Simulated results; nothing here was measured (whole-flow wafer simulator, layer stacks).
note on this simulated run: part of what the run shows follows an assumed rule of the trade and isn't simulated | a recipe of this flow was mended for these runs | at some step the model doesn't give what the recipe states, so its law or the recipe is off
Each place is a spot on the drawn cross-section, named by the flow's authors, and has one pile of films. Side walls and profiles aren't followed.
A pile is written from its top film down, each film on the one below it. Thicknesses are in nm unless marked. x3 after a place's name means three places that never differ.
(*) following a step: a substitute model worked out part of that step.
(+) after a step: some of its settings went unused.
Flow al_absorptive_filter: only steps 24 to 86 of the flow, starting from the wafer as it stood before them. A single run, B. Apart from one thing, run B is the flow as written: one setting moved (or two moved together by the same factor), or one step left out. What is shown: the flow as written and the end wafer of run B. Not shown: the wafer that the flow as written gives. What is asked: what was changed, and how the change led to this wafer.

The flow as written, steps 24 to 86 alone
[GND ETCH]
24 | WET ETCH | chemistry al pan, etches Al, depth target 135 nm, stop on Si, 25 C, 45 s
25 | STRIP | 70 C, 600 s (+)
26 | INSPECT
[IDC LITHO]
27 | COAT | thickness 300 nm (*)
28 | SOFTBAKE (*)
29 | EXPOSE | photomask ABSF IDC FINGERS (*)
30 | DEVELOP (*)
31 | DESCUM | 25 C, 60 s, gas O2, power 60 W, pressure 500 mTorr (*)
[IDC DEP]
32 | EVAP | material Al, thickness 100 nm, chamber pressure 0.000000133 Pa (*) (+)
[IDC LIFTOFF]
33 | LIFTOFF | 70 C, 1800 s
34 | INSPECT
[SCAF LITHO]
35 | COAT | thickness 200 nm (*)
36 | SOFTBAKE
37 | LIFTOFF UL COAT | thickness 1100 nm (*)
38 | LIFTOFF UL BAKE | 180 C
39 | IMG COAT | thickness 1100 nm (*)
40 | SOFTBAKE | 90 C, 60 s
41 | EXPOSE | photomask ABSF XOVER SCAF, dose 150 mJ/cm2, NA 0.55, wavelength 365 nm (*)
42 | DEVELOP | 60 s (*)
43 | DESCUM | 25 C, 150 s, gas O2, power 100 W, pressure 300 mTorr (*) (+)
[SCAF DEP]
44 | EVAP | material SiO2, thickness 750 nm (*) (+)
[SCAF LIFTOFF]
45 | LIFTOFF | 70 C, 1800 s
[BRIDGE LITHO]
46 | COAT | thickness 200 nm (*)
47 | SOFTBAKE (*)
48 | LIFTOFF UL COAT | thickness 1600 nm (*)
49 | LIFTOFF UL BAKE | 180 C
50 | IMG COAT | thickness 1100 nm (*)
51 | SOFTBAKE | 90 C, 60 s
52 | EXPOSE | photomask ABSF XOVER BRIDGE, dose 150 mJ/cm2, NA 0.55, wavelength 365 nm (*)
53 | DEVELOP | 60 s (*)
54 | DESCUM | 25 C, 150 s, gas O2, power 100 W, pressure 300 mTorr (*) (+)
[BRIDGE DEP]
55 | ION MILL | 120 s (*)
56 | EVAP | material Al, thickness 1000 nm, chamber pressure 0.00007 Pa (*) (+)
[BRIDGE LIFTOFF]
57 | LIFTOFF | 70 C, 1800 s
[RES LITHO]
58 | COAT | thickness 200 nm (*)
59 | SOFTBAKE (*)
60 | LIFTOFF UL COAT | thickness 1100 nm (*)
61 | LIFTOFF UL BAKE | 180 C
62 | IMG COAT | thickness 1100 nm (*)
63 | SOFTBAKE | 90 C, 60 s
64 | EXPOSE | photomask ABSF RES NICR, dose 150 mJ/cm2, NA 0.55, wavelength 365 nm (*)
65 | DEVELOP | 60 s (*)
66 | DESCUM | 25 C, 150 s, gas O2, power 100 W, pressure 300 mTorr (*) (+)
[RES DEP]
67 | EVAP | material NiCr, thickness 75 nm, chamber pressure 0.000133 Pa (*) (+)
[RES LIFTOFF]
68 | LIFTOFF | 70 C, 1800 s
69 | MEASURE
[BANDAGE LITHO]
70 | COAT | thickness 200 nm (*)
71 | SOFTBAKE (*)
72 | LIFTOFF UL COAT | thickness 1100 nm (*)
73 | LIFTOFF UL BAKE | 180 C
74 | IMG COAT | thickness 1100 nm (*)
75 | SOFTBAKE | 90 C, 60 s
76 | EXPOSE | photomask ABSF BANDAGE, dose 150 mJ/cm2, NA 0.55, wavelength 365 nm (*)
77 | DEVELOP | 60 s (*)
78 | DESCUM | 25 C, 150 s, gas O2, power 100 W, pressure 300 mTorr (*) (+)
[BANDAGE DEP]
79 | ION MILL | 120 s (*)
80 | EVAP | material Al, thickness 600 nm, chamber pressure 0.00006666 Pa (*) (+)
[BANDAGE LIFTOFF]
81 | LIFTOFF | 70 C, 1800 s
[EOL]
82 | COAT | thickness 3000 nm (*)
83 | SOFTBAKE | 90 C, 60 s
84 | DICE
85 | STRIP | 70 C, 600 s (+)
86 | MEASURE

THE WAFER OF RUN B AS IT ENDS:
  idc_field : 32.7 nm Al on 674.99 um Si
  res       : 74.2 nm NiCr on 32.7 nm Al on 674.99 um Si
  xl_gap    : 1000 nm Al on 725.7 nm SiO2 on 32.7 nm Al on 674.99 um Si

The reason: step 24, WET ETCH: depth target 54 nm was run, while the flow as written has depth target 135 nm; step 24, WET ETCH: 18 s was run, where the flow has 45 s.

Step by step, how the change led to this:
  24 | WET ETCH | chemistry al pan, etches Al, depth target 135 nm, stop on Si, 25 C, 45 s
      res, xl_gap, idc_field, idc_line, idc_space: -54 Al (as written it would have been: -86.7 Al (all of it))
  27 | COAT | thickness 300 nm (*)
      ledge: +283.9 e-beam-resist (new film) (as written it would have been: +274.4 e-beam-resist (new film))
      res: +334.1 e-beam-resist (new film) (as written it would have been: +349.6 e-beam-resist (new film))
      (also at 1 further place)
  31 | DESCUM | 25 C, 60 s, gas O2, power 60 W, pressure 500 mTorr (*)
      idc_line: nothing (as written it would have been: +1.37 chemical SiO2 (new film), -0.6 Si)
  32 | EVAP | material Al, thickness 100 nm, chamber pressure 0.000000133 Pa (*) (+)
      idc_line: +100 Al (as written it would have been: +100 Al (new film))
  33 | LIFTOFF | 70 C, 1800 s
      ledge: -100 Al (all of it), -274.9 e-beam-resist (all of it) (as written it would have been: -100 Al (all of it), -265.3 e-beam-resist (all of it))
      res: -100 Al (all of it), -325.1 e-beam-resist (all of it) (as written it would have been: -100 Al (all of it), -340.6 e-beam-resist (all of it))
      (also at 1 further place)
  35 | COAT | thickness 200 nm (*)
      ledge: +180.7 acrylic-e-beam-resist (new film) (as written it would have been: +169.8 acrylic-e-beam-resist (new film))
      res: +222.1 acrylic-e-beam-resist (new film) (as written it would have been: +231.4 acrylic-e-beam-resist (new film))
      (also at 2 further places)
  43 | DESCUM | 25 C, 150 s, gas O2, power 100 W, pressure 300 mTorr (*) (+)
      gnd, pad_far, pad_near and 7 more: -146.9 i-line-resist (as written it would have been: -159.6 i-line-resist)
      xl_gap: -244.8 acrylic-e-beam-resist (all of it) (as written it would have been: -265.9 acrylic-e-beam-resist (all of it))
      (also at 1 further place)
  45 | LIFTOFF | 70 C, 1800 s
      ledge: -750 SiO2 (all of it), -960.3 i-line-resist (all of it), -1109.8 lift-off-underlayer (all of it), -180.7 acrylic-e-beam-resist (all of it) (as written it would have been: -750 SiO2 (all of it), -952.1 i-line-resist (all of it), -1114 lift-off-underlayer (all of it), -169.8 acrylic-e-beam-resist (all of it))
      res: -750 SiO2 (all of it), -963.4 i-line-resist (all of it), -1132.6 lift-off-underlayer (all of it), -222.1 acrylic-e-beam-resist (all of it) (as written it would have been: -750 SiO2 (all of it), -956.3 i-line-resist (all of it), -1148.2 lift-off-underlayer (all of it), -231.4 acrylic-e-beam-resist (all of it))
  46 | COAT | thickness 200 nm (*)
      ledge: +180.7 acrylic-e-beam-resist (new film) (as written it would have been: +169.8 acrylic-e-beam-resist (new film))
      res: +222.1 acrylic-e-beam-resist (new film) (as written it would have been: +231.4 acrylic-e-beam-resist (new film))
      (also at 2 further places)
  54 | DESCUM | 25 C, 150 s, gas O2, power 100 W, pressure 300 mTorr (*) (+)
      xl_gap: -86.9 acrylic-e-beam-resist (all of it) (as written it would have been: -97.9 acrylic-e-beam-resist (all of it))
      xl_turn: -147.2 acrylic-e-beam-resist (all of it) (as written it would have been: -141.8 acrylic-e-beam-resist (all of it))
  57 | LIFTOFF | 70 C, 1800 s
      ledge: -1000 Al (all of it), -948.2 i-line-resist (all of it), -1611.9 lift-off-underlayer (all of it), -180.7 acrylic-e-beam-resist (all of it) (as written it would have been: -1000 Al (all of it), -951.7 i-line-resist (all of it), -1617.2 lift-off-underlayer (all of it), -169.8 acrylic-e-beam-resist (all of it))
      res: -1000 Al (all of it), -950.1 i-line-resist (all of it), -1635.9 lift-off-underlayer (all of it), -222.1 acrylic-e-beam-resist (all of it) (as written it would have been: -1000 Al (all of it), -954.3 i-line-resist (all of it), -1653.2 lift-off-underlayer (all of it), -231.4 acrylic-e-beam-resist (all of it))
  58 | COAT | thickness 200 nm (*)
      ledge: +180.7 acrylic-e-beam-resist (new film) (as written it would have been: +169.8 acrylic-e-beam-resist (new film))
      res: +222.1 acrylic-e-beam-resist (new film) (as written it would have been: +231.4 acrylic-e-beam-resist (new film))
      (also at 2 further places)
  60 | LIFTOFF UL COAT | thickness 1100 nm (*)
      xl_gap: +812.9 lift-off-underlayer (new film) (as written it would have been: +831.4 lift-off-underlayer (new film))
  66 | DESCUM | 25 C, 150 s, gas O2, power 100 W, pressure 300 mTorr (*) (+)
      gnd, pad_far, xa_field and 8 more: -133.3 i-line-resist (as written it would have been: -138.9 i-line-resist)
      ledge: -180.7 acrylic-e-beam-resist (all of it) (as written it would have been: -169.8 acrylic-e-beam-resist (all of it))
      (also at 1 further place)
  68 | LIFTOFF | 70 C, 1800 s
      xl_gap: -75 NiCr (all of it), -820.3 i-line-resist (all of it), -812.9 lift-off-underlayer (all of it), -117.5 acrylic-e-beam-resist (all of it) (as written it would have been: -75 NiCr (all of it), -818.3 i-line-resist (all of it), -831.4 lift-off-underlayer (all of it), -123.8 acrylic-e-beam-resist (all of it))
      xl_turn: -75 NiCr (all of it), -762.9 i-line-resist (all of it), -785.1 lift-off-underlayer (all of it), -151 acrylic-e-beam-resist (all of it) (as written it would have been: -75 NiCr (all of it), -760.9 i-line-resist (all of it), -781.4 lift-off-underlayer (all of it), -146.6 acrylic-e-beam-resist (all of it))
  70 | COAT | thickness 200 nm (*)
      ledge: +178 acrylic-e-beam-resist (new film) (as written it would have been: +167 acrylic-e-beam-resist (new film))
      res: +208.5 acrylic-e-beam-resist (new film) (as written it would have been: +218.1 acrylic-e-beam-resist (new film))
      (also at 2 further places)
  ... 1 other step ...
  83 | SOFTBAKE | 90 C, 60 s
      ledge: -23 i-line-resist (as written it would have been: -22.2 i-line-resist)
      res: -3 i-line-resist (as written it would have been: -1.75 i-line-resist)
      (also at 2 further places)
With metal films that touch counted as one body, idc_field has 1 body; the flow as written gives 0 bodies.
With metal films that touch counted as one body, res has 1 body; the flow as written gives 0 bodies.
With metal films that touch counted as one body, xl_gap has 2 bodies (between them, from the top down: SiO2 725.7); the flow as written gives 1 body.
